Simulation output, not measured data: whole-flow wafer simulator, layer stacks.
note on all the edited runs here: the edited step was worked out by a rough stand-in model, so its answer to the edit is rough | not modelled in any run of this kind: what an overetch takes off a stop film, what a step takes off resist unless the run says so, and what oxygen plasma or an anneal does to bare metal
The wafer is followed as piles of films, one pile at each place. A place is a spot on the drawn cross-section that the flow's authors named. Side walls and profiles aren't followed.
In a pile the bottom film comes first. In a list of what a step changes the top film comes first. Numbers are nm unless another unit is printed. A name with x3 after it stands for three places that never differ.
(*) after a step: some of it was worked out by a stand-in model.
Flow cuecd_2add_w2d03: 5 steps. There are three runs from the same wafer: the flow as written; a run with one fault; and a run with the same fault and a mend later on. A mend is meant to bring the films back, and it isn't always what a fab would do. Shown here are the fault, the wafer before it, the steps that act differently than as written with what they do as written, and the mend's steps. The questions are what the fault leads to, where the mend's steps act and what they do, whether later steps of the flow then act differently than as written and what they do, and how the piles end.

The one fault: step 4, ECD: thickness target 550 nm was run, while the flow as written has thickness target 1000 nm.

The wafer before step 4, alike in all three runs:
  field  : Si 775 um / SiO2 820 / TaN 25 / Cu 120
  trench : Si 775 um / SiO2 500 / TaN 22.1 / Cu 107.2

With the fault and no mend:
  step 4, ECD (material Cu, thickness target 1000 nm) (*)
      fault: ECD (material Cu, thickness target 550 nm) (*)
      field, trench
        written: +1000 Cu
        fault: +550 Cu
  None of the later steps of the flow acts differently than as written at any place that is followed.
  By the end, the piles at field, trench depart from the flow's by more than 2% or 0.5 nm, whichever is larger.
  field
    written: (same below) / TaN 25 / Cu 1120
    fault: (same below) / TaN 25 / Cu 670
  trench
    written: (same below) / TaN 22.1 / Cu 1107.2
    fault: (same below) / TaN 22.1 / Cu 657.2

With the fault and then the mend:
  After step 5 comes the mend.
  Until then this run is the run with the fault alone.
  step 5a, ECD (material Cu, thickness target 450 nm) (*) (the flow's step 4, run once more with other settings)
      field, trench
        +450 Cu
  None of the later steps of the flow acts differently than as written at any place that is followed.
  At every place that both follow, the piles at the end match the flow's.
